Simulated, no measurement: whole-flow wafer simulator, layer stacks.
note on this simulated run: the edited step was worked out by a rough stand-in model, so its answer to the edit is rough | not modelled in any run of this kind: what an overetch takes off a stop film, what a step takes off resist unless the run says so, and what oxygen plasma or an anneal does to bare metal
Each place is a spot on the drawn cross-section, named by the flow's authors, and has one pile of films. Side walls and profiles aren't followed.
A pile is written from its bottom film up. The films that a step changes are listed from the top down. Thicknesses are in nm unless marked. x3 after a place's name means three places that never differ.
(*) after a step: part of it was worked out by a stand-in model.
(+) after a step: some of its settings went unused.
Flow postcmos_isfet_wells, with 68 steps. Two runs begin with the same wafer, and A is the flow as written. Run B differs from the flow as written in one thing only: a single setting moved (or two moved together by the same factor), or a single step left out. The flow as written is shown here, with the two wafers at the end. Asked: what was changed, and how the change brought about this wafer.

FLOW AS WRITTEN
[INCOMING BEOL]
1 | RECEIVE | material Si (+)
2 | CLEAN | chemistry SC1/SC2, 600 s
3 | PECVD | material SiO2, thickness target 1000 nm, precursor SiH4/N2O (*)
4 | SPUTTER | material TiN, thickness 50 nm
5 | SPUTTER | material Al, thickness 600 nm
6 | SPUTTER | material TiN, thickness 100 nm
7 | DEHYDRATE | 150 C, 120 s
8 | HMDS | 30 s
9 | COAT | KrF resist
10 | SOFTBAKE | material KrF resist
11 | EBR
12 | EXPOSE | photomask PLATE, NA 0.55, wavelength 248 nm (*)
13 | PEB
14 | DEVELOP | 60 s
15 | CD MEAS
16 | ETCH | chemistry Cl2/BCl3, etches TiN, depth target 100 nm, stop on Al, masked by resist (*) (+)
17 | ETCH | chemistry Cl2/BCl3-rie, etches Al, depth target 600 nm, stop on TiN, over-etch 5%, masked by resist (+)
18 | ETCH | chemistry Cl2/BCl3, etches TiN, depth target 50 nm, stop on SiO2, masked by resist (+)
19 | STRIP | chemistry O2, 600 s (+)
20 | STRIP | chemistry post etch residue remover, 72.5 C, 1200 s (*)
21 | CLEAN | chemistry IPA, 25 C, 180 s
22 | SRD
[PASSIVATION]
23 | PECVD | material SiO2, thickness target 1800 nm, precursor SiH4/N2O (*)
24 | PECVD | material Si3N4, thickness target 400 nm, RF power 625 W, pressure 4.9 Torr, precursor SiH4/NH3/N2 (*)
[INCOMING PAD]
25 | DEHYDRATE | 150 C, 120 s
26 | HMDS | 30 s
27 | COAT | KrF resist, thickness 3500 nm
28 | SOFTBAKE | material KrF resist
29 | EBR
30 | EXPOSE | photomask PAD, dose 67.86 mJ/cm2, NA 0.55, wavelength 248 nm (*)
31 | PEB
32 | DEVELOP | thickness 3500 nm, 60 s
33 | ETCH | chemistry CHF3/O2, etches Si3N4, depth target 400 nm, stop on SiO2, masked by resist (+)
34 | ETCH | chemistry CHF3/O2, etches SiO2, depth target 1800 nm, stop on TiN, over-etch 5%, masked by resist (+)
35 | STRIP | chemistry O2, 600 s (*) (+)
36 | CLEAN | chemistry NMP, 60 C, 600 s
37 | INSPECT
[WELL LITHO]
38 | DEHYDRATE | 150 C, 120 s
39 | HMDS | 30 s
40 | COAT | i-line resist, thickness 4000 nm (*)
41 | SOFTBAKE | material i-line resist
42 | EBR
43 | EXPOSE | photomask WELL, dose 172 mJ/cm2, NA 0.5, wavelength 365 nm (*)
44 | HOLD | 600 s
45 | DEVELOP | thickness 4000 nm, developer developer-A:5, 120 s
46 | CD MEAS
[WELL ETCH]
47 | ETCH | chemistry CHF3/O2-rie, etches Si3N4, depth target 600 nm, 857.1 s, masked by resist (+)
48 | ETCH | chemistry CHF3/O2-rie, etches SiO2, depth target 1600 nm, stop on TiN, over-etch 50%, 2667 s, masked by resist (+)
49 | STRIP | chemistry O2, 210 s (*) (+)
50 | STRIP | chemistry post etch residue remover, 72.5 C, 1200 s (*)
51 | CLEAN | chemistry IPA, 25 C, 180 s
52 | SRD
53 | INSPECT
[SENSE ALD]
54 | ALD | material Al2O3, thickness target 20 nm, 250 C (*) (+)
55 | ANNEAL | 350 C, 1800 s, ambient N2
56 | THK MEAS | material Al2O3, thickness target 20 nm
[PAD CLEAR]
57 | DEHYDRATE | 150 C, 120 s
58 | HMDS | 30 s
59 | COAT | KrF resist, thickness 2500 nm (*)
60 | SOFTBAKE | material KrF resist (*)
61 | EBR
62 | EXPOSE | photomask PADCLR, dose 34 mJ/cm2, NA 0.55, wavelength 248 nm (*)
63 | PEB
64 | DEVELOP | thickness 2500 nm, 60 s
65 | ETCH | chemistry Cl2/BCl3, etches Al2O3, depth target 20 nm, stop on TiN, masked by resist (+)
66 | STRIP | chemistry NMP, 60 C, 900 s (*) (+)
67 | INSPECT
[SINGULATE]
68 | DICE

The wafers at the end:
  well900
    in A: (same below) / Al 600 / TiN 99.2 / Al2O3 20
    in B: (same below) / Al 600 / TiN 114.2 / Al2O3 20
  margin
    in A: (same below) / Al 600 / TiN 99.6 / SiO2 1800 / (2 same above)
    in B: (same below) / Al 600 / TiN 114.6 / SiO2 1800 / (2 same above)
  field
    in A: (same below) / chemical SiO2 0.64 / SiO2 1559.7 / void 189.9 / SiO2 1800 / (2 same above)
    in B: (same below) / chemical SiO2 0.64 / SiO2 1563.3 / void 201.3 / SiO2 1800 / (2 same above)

What caused this: step 6, SPUTTER: thickness 115 nm was run, whereas the flow has thickness 100 nm; step 16, ETCH: depth target 115 nm was run, where the flow has depth target 100 nm.

The path from the change to this, step by step:
  6 | SPUTTER | material TiN, thickness 100 nm
      field, margin, well900 and 6 more: A +100 TiN (new film) | B +115 TiN (new film)
  16 | ETCH | chemistry Cl2/BCl3, etches TiN, depth target 100 nm, stop on Al, masked by resist (*) (+)
      margin, well900, well1300, well2000, well3000, pad_rim, pad_clr, pad_open: A -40 KrF resist | B -46 KrF resist
      field: A -100 TiN (all of it) | B -115 TiN (all of it)
  23 | PECVD | material SiO2, thickness target 1800 nm, precursor SiH4/N2O (*)
      field: A +1800 SiO2 (new film), +189.9 void (new film), +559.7 SiO2 | B +1800 SiO2 (new film), +201.3 void (new film), +563.3 SiO2
